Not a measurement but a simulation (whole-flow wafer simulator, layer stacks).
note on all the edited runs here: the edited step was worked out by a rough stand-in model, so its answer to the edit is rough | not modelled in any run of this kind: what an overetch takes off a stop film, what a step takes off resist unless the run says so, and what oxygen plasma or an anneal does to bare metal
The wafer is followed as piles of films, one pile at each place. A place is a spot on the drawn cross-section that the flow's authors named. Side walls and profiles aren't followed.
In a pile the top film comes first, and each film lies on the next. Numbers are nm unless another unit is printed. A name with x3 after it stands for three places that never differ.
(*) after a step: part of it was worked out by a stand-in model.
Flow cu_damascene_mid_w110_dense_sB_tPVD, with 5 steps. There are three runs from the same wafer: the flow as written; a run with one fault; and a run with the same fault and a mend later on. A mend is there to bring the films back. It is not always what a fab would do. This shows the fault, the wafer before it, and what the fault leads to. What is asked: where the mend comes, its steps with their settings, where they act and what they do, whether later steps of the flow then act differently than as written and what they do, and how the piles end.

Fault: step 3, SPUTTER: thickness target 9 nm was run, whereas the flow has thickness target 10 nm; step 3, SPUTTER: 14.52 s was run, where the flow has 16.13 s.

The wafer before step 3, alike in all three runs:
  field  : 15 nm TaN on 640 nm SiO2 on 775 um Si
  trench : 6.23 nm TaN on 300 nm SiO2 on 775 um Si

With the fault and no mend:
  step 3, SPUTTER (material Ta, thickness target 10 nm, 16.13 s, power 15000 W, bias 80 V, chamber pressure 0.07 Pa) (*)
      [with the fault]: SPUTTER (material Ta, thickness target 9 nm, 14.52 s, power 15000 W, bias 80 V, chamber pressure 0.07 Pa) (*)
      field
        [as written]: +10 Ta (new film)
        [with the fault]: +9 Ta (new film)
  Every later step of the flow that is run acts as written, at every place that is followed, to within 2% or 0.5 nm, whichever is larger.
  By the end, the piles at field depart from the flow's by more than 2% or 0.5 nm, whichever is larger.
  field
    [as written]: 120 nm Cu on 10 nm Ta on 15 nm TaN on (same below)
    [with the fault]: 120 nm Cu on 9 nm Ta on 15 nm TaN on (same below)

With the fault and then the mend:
  The mend follows step 3.
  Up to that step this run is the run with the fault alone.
  step 3a, SPUTTER (material Ta, thickness target 1 nm, 1.613 s, power 15000 W, bias 80 V, chamber pressure 0.07 Pa) (*) (the flow's step 3, run once more with other settings)
      field
        +1 Ta
      trench
        +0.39 Ta
  Every later step of the flow that is run acts as written, at every place that is followed, to within 2% or 0.5 nm, whichever is larger.
  The piles end only slightly different from the flow's at the places that both follow, by no more than 2% or 0.5 nm, whichever is larger.
